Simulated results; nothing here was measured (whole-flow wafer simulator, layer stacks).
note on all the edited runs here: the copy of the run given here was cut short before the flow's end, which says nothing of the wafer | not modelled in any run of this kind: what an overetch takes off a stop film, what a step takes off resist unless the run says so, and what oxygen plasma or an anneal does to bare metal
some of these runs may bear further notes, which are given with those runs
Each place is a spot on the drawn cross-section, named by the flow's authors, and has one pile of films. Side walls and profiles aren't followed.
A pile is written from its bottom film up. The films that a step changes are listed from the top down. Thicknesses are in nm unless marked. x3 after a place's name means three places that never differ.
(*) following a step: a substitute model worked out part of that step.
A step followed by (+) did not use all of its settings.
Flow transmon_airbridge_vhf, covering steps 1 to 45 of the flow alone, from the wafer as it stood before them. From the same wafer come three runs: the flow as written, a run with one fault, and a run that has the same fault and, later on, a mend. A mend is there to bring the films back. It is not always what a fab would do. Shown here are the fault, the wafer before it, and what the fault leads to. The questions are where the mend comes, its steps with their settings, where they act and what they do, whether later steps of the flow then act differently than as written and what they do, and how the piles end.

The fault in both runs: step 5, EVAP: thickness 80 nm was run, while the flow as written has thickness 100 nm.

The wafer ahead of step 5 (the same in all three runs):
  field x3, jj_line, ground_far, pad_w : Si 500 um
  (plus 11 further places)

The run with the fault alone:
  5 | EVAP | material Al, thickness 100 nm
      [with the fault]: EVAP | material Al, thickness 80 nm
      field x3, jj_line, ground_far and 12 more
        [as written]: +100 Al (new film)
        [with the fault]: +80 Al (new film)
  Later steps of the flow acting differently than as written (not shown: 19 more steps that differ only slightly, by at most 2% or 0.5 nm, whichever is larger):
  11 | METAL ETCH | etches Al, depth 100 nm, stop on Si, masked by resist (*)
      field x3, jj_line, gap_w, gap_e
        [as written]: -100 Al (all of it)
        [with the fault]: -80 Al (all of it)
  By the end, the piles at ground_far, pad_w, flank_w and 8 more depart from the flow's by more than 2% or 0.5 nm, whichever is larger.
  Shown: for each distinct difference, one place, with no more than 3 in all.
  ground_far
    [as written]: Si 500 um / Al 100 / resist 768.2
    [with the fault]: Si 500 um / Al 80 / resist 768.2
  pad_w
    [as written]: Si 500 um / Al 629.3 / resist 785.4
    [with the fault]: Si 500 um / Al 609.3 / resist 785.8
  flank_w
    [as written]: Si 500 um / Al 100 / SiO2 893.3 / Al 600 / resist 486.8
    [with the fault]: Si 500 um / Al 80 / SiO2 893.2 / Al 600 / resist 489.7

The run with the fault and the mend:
  The mend follows step 10.
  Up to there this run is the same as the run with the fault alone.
  10a | STRIP | i-line resist, 80 C, 600 s (+)
      ground_far, pad_w, flank_w and 8 more
        -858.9 i-line resist (all of it)
  10b | EVAP | material Al, thickness 20 nm (the flow's step 5, run once more with other settings)
      field x3, jj_line, ground_far and 12 more
        +20 Al
  10c | COAT | i-line resist, thickness 900 nm (the flow's step 6, run once more)
      field x3, jj_line, ground_far and 12 more
        +900 i-line resist (new film)
  10d | SOFTBAKE | i-line resist, 90 C, 90 s (the flow's step 7, run once more)
      leaves every film unchanged at each place that is followed
  10e | EXPOSE | i-line resist, thickness 900 nm, photomask AB CPW, dose 155.4 mJ/cm2, NA 0.45, wavelength 365 nm (*) (the flow's step 8, run once more)
      leaves every film unchanged at each place that is followed
  10f | PEB | i-line resist, 110 C, 60 s (the flow's step 9, run once more)
      field x3, jj_line, ground_far and 12 more
        -41 i-line resist
  10g | DEVELOP | i-line resist, thickness 900 nm, developer developer-B, 60 s (the flow's step 10, run once more)
      ground_far, pad_w, flank_w and 8 more
        -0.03 i-line resist
      field x3, jj_line, gap_w, gap_e
        -859 i-line resist (all of it)
  None of the later steps of the flow acts differently than as written at any place that is followed.
  The piles end the same as the flow's at every place that both follow.
